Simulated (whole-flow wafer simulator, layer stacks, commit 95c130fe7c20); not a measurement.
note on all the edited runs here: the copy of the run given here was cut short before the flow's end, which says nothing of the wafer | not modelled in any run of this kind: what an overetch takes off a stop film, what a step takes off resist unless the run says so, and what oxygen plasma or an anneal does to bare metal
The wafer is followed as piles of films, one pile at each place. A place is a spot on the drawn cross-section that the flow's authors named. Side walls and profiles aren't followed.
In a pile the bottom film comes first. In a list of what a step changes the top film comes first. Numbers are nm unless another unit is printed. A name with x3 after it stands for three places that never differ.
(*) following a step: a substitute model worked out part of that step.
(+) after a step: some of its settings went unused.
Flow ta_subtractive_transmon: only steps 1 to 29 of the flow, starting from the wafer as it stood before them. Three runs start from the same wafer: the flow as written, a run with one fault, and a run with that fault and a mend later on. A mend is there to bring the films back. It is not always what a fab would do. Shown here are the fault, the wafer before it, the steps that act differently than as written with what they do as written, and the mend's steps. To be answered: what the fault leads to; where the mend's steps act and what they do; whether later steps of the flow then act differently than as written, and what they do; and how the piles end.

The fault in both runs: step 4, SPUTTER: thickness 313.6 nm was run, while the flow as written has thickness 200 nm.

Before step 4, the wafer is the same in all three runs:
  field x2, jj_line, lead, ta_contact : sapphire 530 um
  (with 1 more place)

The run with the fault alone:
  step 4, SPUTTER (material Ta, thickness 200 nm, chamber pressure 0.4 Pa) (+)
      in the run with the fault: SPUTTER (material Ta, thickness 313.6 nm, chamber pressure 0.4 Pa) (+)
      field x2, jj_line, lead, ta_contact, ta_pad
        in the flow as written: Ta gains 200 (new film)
        in the run with the fault: Ta gains 313.6 (new film)
  Steps later in the flow that act otherwise than as written (not shown: 3 more steps that differ only slightly, by at most 2% or 0.5 nm, whichever is larger):
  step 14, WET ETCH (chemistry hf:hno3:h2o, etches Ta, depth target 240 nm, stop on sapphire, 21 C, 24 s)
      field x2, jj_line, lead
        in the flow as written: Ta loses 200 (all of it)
        in the run with the fault: Ta loses 240
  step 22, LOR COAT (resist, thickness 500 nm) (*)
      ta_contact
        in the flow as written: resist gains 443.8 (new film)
        in the run with the fault: resist gains 433.7 (new film)
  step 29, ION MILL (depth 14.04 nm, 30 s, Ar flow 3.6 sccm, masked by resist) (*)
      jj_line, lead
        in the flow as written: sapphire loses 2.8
        in the run with the fault: Ta loses 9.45
  The piles end different from the flow's at field x2, jj_line, lead, ta_contact, ta_pad by more than 2% or 0.5 nm, whichever is larger.
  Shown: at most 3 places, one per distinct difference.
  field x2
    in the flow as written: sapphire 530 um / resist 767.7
    in the run with the fault: sapphire 530 um / Ta 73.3 / resist 767.7
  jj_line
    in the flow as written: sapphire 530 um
    in the run with the fault: sapphire 530 um / Ta 63.9
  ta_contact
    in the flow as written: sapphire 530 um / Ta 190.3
    in the run with the fault: sapphire 530 um / Ta 303.9

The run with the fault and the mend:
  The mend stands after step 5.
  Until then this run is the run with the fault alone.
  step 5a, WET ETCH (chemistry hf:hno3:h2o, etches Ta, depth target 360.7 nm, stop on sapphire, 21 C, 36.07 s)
      field x2, jj_line, lead, ta_contact, ta_pad
        Ta loses 313.6 (all of it)
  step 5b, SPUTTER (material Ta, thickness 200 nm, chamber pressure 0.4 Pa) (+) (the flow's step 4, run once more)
      field x2, jj_line, lead, ta_contact, ta_pad
        Ta gains 200 (new film)
  Every later step of the flow that is run acts as written at every place that is followed.
  By the end, the piles equal the flow's at every place that both follow.
